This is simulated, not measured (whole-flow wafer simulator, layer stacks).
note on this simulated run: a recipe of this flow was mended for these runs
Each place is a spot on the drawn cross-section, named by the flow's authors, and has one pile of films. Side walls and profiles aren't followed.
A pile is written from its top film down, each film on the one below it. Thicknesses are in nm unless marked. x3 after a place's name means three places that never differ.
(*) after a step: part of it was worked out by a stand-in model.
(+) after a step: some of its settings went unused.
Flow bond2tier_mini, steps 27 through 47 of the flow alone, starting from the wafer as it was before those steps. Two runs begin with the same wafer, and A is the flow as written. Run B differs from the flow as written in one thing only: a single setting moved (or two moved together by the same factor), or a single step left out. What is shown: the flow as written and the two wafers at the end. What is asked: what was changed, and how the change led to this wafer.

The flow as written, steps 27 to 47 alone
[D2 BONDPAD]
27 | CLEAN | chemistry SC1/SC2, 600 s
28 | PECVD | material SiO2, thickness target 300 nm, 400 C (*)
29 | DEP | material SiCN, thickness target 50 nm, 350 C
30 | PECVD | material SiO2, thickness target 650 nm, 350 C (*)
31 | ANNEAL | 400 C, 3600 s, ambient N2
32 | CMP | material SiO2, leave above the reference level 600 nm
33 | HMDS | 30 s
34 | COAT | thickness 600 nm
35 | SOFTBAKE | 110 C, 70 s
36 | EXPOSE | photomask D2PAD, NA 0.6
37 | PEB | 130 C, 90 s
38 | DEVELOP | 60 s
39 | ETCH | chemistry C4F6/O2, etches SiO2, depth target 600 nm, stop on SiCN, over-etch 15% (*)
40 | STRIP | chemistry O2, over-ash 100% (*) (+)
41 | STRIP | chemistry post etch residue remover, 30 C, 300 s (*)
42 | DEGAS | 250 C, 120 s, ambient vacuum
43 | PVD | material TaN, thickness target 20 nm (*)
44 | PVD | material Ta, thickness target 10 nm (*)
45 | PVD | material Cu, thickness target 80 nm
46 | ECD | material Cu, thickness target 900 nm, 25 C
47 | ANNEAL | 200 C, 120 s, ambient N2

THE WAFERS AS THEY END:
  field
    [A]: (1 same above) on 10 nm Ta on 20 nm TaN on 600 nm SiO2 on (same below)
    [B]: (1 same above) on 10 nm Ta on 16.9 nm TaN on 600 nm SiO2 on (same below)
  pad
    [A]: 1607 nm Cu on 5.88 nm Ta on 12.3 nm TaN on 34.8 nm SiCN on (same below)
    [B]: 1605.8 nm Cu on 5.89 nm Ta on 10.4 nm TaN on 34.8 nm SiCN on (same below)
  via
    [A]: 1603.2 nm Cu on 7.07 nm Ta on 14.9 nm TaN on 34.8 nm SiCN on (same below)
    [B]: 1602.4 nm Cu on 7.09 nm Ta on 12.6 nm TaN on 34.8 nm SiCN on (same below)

The reason: step 43, PVD: thickness target 16.9 nm was run, though the flow has thickness target 20 nm.
One can read it off the wafer: field has TaN 16.9, and step 43 as written asks for 20 nm.

Step by step, how the change led to this:
  43 | PVD | material TaN, thickness target 20 nm (*)
      field: A +20 TaN (new film) | B +16.9 TaN (new film)
      pad: A +12.3 TaN (new film) | B +10.4 TaN (new film)
      (as well as at 1 more place)
